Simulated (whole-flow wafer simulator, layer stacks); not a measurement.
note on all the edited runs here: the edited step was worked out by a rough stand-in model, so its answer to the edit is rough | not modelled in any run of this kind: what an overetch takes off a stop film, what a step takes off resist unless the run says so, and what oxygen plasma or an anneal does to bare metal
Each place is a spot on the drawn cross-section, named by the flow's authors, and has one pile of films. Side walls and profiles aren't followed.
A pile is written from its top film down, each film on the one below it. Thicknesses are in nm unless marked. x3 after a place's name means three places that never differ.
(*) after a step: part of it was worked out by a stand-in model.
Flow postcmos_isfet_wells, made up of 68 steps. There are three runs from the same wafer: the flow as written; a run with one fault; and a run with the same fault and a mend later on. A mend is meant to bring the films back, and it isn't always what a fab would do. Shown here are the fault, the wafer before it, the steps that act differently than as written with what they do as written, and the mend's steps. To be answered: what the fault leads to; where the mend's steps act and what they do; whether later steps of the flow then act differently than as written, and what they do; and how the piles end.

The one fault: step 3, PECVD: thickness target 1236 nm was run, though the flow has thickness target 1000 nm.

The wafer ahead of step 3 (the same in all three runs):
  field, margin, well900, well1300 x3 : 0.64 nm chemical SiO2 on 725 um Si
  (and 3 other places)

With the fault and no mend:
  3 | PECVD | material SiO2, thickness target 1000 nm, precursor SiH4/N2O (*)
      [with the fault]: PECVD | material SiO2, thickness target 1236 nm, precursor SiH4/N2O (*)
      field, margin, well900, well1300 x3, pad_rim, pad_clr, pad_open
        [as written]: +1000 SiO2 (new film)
        [with the fault]: +1236 SiO2 (new film)
  Every later step of the flow that is run acts as written at every place that is followed.
  At field, margin, well900, well1300 x3, pad_rim, pad_clr, pad_open, the piles at the end differ from the flow's by more than 2% or 0.5 nm, whichever is larger.
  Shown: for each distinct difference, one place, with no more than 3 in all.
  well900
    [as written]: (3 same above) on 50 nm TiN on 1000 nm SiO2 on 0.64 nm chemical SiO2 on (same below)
    [with the fault]: (3 same above) on 50 nm TiN on 1236 nm SiO2 on 0.64 nm chemical SiO2 on (same below)
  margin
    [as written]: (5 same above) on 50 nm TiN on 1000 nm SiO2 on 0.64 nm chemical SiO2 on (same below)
    [with the fault]: (5 same above) on 50 nm TiN on 1236 nm SiO2 on 0.64 nm chemical SiO2 on (same below)
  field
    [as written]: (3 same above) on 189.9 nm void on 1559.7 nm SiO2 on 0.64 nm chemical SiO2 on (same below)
    [with the fault]: (3 same above) on 189.9 nm void on 1795.7 nm SiO2 on 0.64 nm chemical SiO2 on (same below)

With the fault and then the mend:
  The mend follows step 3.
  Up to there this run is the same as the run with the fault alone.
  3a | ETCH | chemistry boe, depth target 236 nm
      field, margin, well900, well1300 x3, pad_rim, pad_clr, pad_open
        -236 SiO2
  Every later step of the flow that is run acts as written at every place that is followed.
  By the end, the piles equal the flow's at every place that both follow.
